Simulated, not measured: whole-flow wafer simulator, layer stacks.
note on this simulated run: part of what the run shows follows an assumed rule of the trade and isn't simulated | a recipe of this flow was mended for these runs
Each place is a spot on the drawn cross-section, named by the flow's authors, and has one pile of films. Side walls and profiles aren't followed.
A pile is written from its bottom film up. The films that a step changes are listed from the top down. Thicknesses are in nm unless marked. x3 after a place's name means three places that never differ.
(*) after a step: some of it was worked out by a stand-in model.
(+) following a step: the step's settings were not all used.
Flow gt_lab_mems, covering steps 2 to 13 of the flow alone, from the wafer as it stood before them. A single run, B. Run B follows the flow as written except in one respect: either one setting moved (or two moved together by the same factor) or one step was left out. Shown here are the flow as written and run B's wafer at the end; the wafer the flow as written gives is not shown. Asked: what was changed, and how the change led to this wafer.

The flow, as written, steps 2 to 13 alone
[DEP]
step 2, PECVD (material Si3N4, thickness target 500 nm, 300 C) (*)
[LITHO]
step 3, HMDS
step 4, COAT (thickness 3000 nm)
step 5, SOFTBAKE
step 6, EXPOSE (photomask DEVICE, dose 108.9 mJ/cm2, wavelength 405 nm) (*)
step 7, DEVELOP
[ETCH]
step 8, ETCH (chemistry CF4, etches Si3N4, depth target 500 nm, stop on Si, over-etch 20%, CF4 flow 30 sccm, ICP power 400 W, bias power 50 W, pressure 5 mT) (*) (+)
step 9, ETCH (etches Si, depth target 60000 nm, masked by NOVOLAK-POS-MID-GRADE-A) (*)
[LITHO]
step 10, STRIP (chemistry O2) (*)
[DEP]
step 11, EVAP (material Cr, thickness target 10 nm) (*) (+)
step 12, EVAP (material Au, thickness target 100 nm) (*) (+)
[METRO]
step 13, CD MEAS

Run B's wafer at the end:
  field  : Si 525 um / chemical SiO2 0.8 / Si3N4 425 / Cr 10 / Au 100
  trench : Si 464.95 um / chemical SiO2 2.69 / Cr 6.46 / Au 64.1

Cause: step 2, PECVD: thickness target 425 nm was run, whereas the flow has thickness target 500 nm.
The wafer itself shows it: field has Si3N4 425, and step 2 as written asks for 500 nm.

The path from the change to this, step by step:
  step 2, PECVD (material Si3N4, thickness target 500 nm, 300 C) (*)
      field, trench: +425 Si3N4 (new film) (in the flow as written it would be: +500 Si3N4 (new film))
  step 8, ETCH (chemistry CF4, etches Si3N4, depth target 500 nm, stop on Si, over-etch 20%, CF4 flow 30 sccm, ICP power 400 W, bias power 50 W, pressure 5 mT) (*) (+)
      field: -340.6 g/i-line-resist (in the flow as written it would be: -400 g/i-line-resist)
      trench: -425 Si3N4 (all of it), -0.8 chemical SiO2 (all of it), -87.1 Si (in the flow as written it would be: -500 Si3N4 (all of it), -0.8 chemical SiO2 (all of it), -49.6 Si)
  step 10, STRIP (chemistry O2) (*)
      field: -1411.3 g/i-line-resist (all of it) (in the flow as written it would be: -1352 g/i-line-resist (all of it))
